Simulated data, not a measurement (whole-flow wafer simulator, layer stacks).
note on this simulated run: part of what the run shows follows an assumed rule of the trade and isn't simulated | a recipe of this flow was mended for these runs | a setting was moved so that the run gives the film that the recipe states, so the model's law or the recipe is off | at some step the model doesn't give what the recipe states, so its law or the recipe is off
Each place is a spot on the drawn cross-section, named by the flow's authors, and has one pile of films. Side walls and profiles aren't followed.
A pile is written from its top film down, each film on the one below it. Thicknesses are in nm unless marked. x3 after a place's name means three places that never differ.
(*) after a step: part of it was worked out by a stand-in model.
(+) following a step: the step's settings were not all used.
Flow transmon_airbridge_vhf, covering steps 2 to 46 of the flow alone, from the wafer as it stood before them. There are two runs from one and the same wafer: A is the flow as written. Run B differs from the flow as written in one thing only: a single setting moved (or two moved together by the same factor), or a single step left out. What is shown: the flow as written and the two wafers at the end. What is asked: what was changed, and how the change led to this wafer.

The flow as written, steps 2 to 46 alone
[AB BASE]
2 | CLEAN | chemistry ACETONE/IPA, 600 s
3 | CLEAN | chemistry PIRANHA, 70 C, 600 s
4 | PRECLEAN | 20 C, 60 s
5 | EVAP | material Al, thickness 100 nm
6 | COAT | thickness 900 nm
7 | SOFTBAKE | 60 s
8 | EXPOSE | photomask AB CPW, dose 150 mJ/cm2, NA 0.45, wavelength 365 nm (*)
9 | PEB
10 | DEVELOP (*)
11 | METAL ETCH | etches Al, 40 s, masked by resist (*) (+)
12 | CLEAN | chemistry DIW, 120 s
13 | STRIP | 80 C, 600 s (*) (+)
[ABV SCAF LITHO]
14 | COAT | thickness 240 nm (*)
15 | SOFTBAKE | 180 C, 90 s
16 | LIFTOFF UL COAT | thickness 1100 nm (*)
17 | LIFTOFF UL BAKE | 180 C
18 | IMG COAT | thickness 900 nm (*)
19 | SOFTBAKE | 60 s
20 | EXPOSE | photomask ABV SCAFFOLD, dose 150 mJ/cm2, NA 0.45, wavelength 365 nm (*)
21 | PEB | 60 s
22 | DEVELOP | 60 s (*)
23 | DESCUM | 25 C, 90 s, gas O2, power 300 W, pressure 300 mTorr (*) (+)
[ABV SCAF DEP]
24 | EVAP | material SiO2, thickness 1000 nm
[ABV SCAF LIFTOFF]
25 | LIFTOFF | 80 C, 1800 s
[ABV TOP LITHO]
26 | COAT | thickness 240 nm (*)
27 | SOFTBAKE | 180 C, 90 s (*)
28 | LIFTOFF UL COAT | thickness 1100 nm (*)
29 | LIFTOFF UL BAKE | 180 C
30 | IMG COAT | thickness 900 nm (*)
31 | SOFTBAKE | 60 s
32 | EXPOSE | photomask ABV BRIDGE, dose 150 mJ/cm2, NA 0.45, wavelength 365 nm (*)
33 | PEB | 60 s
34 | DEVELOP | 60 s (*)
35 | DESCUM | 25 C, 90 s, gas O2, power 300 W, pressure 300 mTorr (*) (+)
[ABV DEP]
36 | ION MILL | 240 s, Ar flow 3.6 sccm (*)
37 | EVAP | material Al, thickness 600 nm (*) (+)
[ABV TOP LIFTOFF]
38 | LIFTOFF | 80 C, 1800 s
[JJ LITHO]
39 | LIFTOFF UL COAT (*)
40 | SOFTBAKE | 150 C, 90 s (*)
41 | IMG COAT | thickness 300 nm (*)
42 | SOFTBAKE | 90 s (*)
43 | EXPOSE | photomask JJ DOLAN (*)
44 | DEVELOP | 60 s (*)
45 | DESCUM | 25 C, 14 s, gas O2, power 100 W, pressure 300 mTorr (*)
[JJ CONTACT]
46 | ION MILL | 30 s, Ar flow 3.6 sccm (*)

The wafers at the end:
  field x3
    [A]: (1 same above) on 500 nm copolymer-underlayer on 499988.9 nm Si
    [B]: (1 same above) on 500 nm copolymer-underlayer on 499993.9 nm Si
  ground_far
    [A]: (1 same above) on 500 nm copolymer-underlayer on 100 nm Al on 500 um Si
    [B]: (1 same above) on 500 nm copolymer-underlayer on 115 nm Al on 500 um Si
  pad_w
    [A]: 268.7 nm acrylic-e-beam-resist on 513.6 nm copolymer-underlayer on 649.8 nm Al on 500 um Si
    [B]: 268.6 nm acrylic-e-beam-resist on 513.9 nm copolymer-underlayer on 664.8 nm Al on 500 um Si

Cause: step 5, EVAP: thickness 115 nm was run, whereas the flow has thickness 100 nm.
One can read it off the wafer: ground_far has Al 115, and step 5 as written asks for 100 nm.

Step by step, how the change led to this:
  5 | EVAP | material Al, thickness 100 nm
      field x3, jj_line, ground_far and 12 more: A +100 Al (new film) | B +115 Al (new film)
  11 | METAL ETCH | etches Al, 40 s, masked by resist (*) (+)
      field x3, jj_line, gap_w, gap_e: A -86.7 Al (all of it), -11.1 Si | B -101.7 Al (all of it), -6.11 Si
